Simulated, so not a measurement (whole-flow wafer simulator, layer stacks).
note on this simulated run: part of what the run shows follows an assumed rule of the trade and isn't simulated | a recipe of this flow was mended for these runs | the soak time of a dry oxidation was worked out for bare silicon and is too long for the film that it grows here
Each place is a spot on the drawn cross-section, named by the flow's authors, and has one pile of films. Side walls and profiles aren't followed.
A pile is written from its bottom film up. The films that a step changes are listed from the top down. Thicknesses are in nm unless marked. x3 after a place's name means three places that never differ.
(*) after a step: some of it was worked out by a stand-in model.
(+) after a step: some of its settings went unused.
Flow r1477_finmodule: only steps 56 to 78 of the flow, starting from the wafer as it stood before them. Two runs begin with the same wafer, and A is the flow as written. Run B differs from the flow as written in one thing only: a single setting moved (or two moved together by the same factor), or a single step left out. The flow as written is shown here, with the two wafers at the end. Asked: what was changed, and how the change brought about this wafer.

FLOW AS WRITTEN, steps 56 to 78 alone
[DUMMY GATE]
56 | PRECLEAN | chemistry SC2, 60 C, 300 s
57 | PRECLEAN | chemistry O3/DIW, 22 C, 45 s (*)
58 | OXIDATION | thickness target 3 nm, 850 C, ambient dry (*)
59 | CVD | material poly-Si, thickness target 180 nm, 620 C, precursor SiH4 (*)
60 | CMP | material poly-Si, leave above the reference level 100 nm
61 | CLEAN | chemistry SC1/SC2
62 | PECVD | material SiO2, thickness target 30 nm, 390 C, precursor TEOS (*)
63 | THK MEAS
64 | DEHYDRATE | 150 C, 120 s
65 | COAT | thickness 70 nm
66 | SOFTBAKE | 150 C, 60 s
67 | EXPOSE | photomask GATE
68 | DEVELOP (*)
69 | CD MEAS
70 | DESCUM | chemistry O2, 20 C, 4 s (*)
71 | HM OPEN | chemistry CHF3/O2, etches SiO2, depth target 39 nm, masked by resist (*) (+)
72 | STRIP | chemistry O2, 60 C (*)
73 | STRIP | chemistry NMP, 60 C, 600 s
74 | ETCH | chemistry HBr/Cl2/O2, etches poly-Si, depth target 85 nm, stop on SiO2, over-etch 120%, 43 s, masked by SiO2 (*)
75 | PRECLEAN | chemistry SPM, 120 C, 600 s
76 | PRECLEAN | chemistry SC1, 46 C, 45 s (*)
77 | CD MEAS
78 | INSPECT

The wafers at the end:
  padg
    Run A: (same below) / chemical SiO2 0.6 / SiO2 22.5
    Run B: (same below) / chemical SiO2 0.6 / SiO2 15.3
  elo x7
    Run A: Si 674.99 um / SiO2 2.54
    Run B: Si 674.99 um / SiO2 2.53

The reason: step 62, PECVD: thickness target 22.8 nm was run, whereas the flow has thickness target 30 nm.

The path from the change to this, step by step:
  62 | PECVD | material SiO2, thickness target 30 nm, 390 C, precursor TEOS (*)
      pad, padg, elg x7 and 27 more: A SiO2 gains 30 (new film) | B SiO2 gains 22.8 (new film)
  71 | HM OPEN | chemistry CHF3/O2, etches SiO2, depth target 39 nm, masked by resist (*) (+)
      pad, elo x7, eso x6, e200so, s40co x3: A SiO2 loses 30 (all of it), chemical SiO2 loses 0.6 (all of it), poly-Si loses 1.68 | B SiO2 loses 22.8 (all of it), chemical SiO2 loses 0.6 (all of it), poly-Si loses 3.12
